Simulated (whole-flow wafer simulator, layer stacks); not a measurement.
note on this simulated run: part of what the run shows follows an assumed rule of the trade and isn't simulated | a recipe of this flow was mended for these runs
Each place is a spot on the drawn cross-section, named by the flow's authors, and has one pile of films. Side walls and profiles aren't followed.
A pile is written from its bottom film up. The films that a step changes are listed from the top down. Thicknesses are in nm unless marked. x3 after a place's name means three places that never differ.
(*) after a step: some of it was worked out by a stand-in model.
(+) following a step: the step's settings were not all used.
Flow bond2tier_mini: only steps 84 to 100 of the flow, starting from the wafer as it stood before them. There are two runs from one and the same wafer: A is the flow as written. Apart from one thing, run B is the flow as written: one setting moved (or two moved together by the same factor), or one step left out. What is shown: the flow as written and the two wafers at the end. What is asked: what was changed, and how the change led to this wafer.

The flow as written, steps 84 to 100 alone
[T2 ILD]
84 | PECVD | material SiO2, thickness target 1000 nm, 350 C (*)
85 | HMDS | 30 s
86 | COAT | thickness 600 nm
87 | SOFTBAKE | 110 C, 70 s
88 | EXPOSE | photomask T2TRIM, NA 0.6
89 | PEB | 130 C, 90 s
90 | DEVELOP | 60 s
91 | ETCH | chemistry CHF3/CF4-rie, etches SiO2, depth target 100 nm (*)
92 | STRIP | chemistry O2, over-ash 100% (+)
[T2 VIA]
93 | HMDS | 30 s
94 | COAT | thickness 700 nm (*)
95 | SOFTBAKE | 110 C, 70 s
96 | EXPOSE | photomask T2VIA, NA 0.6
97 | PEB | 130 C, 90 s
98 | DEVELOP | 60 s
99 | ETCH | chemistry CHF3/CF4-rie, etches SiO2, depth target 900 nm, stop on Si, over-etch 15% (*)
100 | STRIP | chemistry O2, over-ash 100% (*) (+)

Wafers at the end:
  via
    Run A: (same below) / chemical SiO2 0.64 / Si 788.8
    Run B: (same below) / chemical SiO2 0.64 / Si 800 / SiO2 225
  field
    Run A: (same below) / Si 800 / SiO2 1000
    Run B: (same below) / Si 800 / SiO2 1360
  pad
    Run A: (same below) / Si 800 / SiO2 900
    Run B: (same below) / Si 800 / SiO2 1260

What caused this: step 84, PECVD: thickness target 1360 nm was run, whereas the flow has thickness target 1000 nm.
The wafer lets one read it off: field has SiO2 1360, and step 84 as written asks for 1000 nm.

Step by step, how the change led to this:
  84 | PECVD | material SiO2, thickness target 1000 nm, 350 C (*)
      field, pad, via: A +1000 SiO2 (new film) | B +1360 SiO2 (new film)
  99 | ETCH | chemistry CHF3/CF4-rie, etches SiO2, depth target 900 nm, stop on Si, over-etch 15% (*)
      via: A -900 SiO2 (all of it), -11.2 Si | B -1035 SiO2
